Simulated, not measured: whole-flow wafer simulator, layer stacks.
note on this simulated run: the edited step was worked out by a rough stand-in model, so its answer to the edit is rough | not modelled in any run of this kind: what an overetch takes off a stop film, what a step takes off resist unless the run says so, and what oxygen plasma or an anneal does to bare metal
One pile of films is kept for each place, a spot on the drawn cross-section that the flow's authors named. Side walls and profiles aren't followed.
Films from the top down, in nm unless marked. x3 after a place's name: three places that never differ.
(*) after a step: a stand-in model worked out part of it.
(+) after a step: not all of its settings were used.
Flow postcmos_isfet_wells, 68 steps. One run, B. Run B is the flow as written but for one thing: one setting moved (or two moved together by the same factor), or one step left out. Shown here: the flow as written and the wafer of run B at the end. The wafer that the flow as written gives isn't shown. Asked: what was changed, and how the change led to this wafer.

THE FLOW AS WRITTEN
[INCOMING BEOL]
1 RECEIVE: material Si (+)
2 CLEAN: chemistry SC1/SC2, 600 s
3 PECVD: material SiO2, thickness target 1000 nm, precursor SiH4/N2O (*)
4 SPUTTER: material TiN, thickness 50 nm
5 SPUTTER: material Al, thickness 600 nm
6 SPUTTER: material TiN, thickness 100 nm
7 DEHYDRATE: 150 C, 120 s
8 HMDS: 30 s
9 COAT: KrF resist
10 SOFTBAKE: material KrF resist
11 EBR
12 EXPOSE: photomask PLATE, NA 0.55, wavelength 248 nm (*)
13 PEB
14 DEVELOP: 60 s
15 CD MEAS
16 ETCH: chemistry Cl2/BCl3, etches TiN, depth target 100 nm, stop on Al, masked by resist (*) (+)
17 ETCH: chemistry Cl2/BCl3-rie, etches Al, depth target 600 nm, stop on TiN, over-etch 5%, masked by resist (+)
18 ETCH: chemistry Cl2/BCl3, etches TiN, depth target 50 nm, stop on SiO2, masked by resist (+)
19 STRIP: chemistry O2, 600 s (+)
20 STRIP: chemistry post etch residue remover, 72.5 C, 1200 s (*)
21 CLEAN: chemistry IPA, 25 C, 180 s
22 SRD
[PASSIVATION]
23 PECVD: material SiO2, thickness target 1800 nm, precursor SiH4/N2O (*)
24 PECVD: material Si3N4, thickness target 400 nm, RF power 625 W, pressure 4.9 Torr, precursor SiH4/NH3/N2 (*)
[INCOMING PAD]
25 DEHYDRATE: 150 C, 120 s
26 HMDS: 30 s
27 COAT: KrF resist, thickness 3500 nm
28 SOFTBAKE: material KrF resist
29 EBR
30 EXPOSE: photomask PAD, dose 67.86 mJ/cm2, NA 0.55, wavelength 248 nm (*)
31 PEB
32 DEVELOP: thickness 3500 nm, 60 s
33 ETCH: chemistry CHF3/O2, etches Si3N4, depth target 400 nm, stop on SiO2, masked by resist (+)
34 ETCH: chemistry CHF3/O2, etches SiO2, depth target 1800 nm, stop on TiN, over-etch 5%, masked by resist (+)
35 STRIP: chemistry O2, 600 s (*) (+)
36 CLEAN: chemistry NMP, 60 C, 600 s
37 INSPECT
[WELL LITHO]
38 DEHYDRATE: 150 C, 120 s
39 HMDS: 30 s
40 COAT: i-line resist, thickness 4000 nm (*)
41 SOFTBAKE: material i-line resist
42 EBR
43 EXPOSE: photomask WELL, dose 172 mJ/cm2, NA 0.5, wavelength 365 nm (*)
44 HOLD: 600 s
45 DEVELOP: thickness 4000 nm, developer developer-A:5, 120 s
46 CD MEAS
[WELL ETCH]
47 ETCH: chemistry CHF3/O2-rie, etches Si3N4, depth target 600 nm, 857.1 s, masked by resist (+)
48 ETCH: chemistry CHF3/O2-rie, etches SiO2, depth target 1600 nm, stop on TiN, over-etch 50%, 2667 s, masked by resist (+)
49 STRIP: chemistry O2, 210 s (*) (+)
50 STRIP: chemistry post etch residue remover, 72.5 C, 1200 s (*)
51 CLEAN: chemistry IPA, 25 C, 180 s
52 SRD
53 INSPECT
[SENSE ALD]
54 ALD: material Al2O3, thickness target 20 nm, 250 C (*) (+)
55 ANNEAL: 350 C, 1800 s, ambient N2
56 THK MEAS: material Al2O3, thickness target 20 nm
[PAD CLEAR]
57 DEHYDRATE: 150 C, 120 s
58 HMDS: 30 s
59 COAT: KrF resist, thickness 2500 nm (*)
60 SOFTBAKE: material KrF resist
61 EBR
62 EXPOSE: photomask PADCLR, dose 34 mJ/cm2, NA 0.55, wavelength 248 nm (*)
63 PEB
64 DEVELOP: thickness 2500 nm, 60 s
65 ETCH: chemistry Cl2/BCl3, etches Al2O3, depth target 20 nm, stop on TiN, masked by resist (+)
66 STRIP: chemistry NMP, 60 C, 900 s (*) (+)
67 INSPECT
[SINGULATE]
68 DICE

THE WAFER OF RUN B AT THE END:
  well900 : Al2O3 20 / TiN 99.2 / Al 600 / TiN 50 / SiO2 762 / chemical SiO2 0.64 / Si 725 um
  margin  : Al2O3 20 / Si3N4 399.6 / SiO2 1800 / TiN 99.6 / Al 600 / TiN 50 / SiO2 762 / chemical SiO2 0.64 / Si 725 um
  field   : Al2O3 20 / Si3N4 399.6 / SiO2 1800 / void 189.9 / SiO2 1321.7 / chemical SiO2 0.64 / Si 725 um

The cause: step 3, PECVD: thickness target 762 nm was run, where the flow has thickness target 1000 nm.
It can be read off the wafer: well900 has SiO2 762, and step 3 as written asks for 1000 nm.

How the change led to this, step by step:
  3 PECVD: material SiO2, thickness target 1000 nm, precursor SiH4/N2O (*)
      field, margin, well900, well1300 x3, pad_rim, pad_clr, pad_open: SiO2 +762 (new film) (as written it would be: SiO2 +1000 (new film))
